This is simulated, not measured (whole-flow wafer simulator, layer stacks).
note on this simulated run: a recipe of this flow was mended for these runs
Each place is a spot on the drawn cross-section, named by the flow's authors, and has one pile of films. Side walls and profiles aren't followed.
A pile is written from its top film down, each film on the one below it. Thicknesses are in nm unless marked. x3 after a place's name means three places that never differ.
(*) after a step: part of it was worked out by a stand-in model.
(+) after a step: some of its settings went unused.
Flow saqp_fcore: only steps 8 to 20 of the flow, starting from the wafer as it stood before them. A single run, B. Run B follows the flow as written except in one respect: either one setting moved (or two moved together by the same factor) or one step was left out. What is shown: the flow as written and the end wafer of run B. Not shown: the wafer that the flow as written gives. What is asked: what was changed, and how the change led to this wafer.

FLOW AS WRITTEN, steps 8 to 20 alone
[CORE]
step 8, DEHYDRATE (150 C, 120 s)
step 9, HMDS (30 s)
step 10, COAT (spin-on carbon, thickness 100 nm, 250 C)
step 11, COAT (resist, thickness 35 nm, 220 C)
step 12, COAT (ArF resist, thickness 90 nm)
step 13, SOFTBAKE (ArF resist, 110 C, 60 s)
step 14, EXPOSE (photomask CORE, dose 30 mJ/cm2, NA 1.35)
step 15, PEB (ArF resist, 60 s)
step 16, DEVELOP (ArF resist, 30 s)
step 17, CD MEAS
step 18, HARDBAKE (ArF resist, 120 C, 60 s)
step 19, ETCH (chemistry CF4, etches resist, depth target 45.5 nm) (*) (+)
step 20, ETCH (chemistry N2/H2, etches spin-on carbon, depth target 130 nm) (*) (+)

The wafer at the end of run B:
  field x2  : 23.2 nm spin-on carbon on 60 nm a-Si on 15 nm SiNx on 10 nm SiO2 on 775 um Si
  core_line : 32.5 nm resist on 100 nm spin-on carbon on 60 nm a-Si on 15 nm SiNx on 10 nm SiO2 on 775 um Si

Cause: step 20, ETCH: depth target 71.5 nm was run, though the flow has depth target 130 nm.

How this came from the change, step by step:
  step 20, ETCH (chemistry N2/H2, etches spin-on carbon, depth target 130 nm) (*) (+)
      field x2: -71.5 spin-on carbon (it would be, as written: -94.8 spin-on carbon (all of it), -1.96 a-Si)
      core_line: -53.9 ArF resist (all of it), -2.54 resist (it would be, as written: -53.9 ArF resist (all of it), -6.44 resist)
